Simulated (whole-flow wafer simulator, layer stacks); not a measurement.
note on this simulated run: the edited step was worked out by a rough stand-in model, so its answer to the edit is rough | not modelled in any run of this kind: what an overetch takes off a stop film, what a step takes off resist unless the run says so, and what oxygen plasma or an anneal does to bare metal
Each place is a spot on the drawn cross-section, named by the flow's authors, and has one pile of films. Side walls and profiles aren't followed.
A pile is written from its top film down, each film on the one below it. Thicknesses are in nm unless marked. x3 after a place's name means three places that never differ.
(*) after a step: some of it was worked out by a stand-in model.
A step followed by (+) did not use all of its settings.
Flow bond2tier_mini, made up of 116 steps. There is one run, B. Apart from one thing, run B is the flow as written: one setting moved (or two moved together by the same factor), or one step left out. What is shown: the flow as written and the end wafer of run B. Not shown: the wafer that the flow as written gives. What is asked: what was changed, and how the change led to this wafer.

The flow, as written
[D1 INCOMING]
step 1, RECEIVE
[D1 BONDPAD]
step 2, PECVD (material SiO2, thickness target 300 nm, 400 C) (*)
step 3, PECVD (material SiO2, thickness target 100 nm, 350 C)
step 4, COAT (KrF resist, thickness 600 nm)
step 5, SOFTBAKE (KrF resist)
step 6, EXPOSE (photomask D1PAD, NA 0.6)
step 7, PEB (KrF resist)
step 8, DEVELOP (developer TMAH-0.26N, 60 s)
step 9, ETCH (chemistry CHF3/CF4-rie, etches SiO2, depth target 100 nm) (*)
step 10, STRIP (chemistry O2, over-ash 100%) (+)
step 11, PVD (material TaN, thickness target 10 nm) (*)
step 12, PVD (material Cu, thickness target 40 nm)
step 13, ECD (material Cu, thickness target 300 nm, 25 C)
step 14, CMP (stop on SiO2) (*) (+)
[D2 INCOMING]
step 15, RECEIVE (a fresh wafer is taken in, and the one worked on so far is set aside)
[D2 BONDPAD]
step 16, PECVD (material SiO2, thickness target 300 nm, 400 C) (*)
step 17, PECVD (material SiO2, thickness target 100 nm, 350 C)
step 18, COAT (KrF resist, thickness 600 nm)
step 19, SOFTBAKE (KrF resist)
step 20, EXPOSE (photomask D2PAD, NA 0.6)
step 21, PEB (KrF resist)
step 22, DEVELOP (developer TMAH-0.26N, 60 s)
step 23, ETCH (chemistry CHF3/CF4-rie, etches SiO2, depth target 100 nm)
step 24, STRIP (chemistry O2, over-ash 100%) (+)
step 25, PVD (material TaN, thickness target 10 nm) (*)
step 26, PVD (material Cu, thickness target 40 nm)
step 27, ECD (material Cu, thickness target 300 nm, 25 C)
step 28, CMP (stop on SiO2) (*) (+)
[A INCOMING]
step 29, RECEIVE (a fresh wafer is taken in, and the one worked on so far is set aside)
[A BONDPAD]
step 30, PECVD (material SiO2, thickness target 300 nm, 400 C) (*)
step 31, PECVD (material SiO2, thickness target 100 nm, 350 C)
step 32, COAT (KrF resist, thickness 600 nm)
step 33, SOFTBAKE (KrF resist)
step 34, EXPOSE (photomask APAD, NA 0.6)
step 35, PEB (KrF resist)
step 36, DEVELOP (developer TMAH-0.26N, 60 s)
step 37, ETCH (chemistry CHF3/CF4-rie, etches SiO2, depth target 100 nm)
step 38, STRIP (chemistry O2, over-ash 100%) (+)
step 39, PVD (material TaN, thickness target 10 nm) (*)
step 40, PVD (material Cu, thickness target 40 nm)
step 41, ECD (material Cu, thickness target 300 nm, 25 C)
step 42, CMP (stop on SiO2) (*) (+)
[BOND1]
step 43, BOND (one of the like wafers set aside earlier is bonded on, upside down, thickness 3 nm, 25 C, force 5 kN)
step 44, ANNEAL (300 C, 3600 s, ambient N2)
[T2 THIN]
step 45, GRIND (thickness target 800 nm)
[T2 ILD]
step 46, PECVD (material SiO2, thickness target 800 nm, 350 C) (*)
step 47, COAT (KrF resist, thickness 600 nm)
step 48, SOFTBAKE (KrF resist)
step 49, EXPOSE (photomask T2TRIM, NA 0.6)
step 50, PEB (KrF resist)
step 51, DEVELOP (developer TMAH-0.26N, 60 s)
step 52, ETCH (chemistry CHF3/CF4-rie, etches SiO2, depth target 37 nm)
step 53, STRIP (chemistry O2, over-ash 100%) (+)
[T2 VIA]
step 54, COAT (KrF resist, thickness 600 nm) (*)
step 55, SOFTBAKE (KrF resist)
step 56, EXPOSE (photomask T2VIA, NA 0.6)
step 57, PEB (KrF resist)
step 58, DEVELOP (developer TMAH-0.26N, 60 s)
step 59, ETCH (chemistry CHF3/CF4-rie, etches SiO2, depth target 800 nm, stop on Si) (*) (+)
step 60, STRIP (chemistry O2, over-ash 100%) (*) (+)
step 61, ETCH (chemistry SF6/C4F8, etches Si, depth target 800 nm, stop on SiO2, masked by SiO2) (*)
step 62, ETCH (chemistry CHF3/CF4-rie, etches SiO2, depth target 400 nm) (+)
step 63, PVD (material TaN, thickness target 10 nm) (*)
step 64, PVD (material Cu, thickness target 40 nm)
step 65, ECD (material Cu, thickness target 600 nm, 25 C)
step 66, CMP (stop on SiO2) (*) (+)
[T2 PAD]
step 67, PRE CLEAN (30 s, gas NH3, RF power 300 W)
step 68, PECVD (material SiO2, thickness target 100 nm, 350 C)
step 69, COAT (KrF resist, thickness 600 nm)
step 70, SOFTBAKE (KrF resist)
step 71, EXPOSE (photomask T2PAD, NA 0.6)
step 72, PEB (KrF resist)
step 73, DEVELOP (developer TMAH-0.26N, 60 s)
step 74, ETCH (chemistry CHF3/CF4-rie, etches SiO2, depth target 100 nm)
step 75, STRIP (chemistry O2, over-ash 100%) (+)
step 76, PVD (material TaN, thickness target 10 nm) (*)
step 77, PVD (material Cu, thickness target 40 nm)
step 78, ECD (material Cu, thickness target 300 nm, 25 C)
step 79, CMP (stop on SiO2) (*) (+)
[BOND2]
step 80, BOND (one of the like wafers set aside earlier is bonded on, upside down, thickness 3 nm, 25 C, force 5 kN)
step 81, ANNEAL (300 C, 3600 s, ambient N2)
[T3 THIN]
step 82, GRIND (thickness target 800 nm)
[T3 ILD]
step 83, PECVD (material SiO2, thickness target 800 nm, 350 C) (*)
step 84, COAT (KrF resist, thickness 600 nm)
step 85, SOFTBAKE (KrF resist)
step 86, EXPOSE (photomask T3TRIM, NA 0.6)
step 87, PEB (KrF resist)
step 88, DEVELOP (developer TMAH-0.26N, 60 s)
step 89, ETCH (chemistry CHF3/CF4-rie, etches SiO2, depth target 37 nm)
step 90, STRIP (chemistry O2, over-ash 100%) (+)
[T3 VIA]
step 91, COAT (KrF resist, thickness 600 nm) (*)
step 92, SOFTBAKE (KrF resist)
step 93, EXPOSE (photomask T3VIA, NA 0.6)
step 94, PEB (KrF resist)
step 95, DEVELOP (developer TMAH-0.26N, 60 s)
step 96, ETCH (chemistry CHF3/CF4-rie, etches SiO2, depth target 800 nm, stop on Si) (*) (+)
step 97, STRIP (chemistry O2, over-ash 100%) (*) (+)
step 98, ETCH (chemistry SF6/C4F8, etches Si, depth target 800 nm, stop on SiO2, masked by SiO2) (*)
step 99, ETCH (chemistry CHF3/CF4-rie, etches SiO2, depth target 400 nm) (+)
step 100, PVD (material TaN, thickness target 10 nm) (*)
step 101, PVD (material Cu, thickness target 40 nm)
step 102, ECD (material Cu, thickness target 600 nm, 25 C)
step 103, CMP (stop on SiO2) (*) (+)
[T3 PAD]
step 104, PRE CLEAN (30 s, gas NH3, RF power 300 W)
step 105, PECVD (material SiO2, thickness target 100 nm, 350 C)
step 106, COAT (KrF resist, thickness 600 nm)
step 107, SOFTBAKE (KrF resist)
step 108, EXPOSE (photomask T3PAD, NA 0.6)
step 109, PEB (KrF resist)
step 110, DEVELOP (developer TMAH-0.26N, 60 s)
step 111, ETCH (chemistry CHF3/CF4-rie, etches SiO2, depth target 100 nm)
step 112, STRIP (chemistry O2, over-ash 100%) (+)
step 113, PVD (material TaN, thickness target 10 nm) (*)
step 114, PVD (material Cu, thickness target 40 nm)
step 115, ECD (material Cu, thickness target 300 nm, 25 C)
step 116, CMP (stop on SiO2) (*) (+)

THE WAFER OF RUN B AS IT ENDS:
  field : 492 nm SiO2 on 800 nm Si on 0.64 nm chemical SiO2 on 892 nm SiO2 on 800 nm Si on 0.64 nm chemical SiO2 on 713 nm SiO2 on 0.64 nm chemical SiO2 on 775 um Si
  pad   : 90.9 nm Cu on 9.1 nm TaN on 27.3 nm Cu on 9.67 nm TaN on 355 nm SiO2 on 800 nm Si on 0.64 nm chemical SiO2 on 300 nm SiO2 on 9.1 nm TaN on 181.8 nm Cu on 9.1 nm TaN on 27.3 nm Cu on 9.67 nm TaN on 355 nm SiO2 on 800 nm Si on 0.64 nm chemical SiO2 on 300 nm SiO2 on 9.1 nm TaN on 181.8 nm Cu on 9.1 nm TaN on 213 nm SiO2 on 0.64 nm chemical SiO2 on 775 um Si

What caused this: step 30, PECVD: thickness target 213 nm was run, while the flow as written has thickness target 300 nm.
The wafer lets one read it off: pad has SiO2 213, and step 30 as written asks for 300 nm.

The path from the change to this, step by step:
  step 30, PECVD (material SiO2, thickness target 300 nm, 400 C) (*)
      field, pad, via: SiO2 gains 213 (new film) (in the flow as written it would be: SiO2 gains 300 (new film))
